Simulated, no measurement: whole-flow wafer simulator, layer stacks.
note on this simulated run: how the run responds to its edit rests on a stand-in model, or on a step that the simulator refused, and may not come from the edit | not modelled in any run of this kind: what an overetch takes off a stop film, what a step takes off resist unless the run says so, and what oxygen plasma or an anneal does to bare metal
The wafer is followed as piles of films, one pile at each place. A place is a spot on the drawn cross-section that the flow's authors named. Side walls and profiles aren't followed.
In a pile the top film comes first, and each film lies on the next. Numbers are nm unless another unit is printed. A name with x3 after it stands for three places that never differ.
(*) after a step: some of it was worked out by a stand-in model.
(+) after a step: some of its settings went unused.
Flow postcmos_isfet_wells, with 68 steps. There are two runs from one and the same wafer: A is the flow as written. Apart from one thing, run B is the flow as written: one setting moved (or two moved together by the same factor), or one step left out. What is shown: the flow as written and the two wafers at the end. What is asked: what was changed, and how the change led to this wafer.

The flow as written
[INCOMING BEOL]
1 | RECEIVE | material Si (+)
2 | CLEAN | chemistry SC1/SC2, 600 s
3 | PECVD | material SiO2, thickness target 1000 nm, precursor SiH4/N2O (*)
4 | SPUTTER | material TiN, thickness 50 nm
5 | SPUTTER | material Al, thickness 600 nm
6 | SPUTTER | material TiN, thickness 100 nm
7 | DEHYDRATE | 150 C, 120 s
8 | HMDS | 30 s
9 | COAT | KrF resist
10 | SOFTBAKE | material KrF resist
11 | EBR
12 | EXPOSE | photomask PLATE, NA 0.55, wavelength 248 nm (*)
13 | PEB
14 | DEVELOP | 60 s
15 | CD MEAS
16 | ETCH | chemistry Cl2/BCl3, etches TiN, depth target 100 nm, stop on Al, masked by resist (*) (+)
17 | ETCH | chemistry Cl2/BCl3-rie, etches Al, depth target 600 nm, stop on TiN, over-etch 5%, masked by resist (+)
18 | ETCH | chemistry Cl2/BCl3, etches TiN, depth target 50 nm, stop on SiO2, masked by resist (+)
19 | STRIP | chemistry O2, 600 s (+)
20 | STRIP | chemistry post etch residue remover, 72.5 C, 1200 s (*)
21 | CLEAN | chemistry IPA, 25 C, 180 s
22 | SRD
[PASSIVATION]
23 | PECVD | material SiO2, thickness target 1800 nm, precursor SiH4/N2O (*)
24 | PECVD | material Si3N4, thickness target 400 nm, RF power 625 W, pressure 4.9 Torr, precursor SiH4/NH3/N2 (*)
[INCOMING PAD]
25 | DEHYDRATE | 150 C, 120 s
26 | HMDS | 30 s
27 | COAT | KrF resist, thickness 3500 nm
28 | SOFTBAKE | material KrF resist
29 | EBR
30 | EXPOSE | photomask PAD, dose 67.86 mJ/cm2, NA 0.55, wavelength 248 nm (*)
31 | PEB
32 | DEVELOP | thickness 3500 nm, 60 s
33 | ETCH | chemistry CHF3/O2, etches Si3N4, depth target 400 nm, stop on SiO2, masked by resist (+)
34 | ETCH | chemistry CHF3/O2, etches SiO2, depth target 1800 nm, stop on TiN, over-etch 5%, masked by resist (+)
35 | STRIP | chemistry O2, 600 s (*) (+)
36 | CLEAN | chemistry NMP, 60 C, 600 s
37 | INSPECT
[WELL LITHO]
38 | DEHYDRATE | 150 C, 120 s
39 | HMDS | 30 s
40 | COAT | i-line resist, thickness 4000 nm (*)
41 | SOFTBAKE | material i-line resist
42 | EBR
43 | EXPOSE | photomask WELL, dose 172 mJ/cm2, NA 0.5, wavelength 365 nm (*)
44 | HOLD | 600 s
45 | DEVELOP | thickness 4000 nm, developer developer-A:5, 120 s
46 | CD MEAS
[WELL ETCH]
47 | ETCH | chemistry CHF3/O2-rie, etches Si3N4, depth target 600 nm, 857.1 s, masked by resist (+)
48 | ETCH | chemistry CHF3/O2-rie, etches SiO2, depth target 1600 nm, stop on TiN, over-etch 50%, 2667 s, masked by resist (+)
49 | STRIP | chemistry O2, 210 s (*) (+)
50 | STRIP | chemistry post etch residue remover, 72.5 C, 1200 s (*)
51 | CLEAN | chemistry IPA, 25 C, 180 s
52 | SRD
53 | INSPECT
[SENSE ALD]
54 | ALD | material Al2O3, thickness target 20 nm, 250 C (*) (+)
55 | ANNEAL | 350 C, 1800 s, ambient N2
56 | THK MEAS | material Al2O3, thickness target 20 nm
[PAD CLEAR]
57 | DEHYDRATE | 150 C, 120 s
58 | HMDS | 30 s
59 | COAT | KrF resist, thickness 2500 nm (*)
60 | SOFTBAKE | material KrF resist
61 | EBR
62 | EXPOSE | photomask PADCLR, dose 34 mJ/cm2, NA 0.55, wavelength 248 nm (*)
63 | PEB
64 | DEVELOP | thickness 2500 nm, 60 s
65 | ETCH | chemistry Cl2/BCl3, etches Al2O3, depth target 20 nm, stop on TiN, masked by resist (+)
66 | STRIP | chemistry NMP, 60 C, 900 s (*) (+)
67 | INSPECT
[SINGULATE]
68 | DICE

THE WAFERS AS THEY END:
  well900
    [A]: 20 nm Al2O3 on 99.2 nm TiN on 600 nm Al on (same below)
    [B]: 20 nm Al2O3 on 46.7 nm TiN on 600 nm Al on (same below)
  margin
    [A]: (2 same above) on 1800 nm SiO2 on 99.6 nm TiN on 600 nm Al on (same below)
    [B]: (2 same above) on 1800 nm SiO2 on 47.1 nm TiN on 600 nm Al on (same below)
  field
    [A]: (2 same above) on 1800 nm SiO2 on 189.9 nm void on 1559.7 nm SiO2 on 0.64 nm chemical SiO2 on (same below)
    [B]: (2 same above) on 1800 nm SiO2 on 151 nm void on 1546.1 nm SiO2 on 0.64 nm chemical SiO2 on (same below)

Cause: step 6, SPUTTER: thickness 47.5 nm was run, whereas the flow has thickness 100 nm.

The path from the change to this, step by step:
  6 | SPUTTER | material TiN, thickness 100 nm
      field, margin, well900, well1300 x3, pad_rim, pad_clr, pad_open: A +100 TiN (new film) | B +47.5 TiN (new film)
  16 | ETCH | chemistry Cl2/BCl3, etches TiN, depth target 100 nm, stop on Al, masked by resist (*) (+)
      margin, well900, well1300 x3, pad_rim, pad_clr, pad_open: A -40 KrF resist | B -28.5 KrF resist
      field: A -100 TiN (all of it) | B -47.5 TiN (all of it)
  23 | PECVD | material SiO2, thickness target 1800 nm, precursor SiH4/N2O (*)
      field: A +1800 SiO2 (new film), +189.9 void (new film), +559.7 SiO2 | B +1800 SiO2 (new film), +151 void (new film), +546.1 SiO2
